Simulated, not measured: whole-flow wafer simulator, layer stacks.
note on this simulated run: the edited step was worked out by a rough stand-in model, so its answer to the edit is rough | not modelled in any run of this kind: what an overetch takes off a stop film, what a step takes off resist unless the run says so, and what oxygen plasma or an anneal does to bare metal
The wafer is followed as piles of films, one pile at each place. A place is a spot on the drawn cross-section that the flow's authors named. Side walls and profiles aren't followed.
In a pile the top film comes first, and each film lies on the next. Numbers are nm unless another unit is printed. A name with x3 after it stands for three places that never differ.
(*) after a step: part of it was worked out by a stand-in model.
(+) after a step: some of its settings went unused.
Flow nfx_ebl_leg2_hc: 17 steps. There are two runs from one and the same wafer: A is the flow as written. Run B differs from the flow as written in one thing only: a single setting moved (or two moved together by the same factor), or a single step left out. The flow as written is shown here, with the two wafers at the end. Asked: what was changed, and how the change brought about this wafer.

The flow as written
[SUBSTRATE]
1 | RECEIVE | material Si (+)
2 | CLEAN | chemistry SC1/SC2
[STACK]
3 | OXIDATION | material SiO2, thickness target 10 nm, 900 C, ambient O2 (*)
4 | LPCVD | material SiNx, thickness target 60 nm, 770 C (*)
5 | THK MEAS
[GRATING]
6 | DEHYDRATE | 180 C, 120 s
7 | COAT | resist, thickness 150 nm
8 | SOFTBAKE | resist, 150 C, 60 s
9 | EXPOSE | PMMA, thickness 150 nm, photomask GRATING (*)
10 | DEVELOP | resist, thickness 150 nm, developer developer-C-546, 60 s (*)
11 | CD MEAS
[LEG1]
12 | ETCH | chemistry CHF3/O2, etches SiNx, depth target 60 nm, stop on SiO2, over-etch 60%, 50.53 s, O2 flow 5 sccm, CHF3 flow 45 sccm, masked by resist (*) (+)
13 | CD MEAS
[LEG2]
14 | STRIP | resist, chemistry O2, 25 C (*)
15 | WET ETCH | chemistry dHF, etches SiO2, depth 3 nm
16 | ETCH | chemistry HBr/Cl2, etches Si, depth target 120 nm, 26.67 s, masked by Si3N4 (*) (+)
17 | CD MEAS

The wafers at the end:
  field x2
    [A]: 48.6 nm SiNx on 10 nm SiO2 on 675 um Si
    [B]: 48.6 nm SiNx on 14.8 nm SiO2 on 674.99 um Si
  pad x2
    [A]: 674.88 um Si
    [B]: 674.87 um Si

What caused this: step 3, OXIDATION: thickness target 14.8 nm was run, whereas the flow has thickness target 10 nm.
One can read it off the wafer: field x2 has SiO2 14.8, and step 3 as written asks for 10 nm.

The path from the change to this, step by step:
  3 | OXIDATION | material SiO2, thickness target 10 nm, 900 C, ambient O2 (*)
      field x2, pad x2: A +10 SiO2 (new film), -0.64 chemical SiO2 (all of it), -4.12 Si | B +14.8 SiO2 (new film), -0.64 chemical SiO2 (all of it), -6.23 Si
  12 | ETCH | chemistry CHF3/O2, etches SiNx, depth target 60 nm, stop on SiO2, over-etch 60%, 50.53 s, O2 flow 5 sccm, CHF3 flow 45 sccm, masked by resist (*) (+)
      pad x2: A -60 SiNx (all of it), -10 SiO2 (all of it) | B -60 SiNx (all of it), -14.8 SiO2 (all of it)
